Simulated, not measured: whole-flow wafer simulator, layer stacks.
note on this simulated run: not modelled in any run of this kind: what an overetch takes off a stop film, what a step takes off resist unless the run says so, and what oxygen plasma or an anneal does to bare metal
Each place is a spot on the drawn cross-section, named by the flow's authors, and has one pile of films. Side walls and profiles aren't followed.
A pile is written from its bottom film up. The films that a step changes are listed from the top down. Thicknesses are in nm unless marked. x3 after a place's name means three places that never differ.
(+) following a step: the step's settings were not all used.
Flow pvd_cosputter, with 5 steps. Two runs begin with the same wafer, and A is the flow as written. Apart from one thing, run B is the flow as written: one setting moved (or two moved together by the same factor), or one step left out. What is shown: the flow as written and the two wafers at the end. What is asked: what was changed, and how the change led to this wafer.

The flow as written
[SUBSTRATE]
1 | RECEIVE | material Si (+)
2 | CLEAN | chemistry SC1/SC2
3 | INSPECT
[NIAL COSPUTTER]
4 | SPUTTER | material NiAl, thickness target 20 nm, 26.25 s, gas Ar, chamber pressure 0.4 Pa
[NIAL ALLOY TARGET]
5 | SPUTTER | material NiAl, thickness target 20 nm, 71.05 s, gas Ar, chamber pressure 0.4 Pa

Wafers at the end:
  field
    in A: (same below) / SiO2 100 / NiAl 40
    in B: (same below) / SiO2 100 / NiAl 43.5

Cause: step 5, SPUTTER: thickness target 23.5 nm was run, while the flow as written has thickness target 20 nm; step 5, SPUTTER: 83.48 s was run, where the flow has 71.05 s.

The path from the change to this, step by step:
  5 | SPUTTER | material NiAl, thickness target 20 nm, 71.05 s, gas Ar, chamber pressure 0.4 Pa
      field: A +20 NiAl | B +23.5 NiAl
